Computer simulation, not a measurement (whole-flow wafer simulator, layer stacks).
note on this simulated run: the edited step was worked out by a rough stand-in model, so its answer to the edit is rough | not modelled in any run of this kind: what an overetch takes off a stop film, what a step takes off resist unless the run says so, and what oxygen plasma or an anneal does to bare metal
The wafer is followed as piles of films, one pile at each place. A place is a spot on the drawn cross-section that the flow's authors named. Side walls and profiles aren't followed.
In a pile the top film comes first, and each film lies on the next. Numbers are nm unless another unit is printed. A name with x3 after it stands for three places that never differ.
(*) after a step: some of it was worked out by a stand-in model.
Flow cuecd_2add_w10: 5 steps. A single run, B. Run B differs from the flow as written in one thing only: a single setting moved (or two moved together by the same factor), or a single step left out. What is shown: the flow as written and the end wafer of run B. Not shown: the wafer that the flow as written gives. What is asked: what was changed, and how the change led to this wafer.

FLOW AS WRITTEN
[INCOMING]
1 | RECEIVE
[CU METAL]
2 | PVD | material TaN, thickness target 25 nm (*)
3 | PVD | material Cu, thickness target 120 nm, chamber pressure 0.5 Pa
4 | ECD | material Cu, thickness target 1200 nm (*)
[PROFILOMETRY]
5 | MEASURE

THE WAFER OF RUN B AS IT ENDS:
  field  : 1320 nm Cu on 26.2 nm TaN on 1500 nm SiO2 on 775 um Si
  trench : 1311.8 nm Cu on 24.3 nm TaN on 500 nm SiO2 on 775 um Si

What caused this: step 2, PVD: thickness target 26.2 nm was run, while the flow as written has thickness target 25 nm.
The wafer itself shows it: field has TaN 26.2, and step 2 as written asks for 25 nm.

Step by step, how the change led to this:
  2 | PVD | material TaN, thickness target 25 nm (*)
      field: TaN gains 26.2 (new film) (it would be, as written: TaN gains 25 (new film))
      trench: TaN gains 24.3 (new film) (it would be, as written: TaN gains 23.2 (new film))
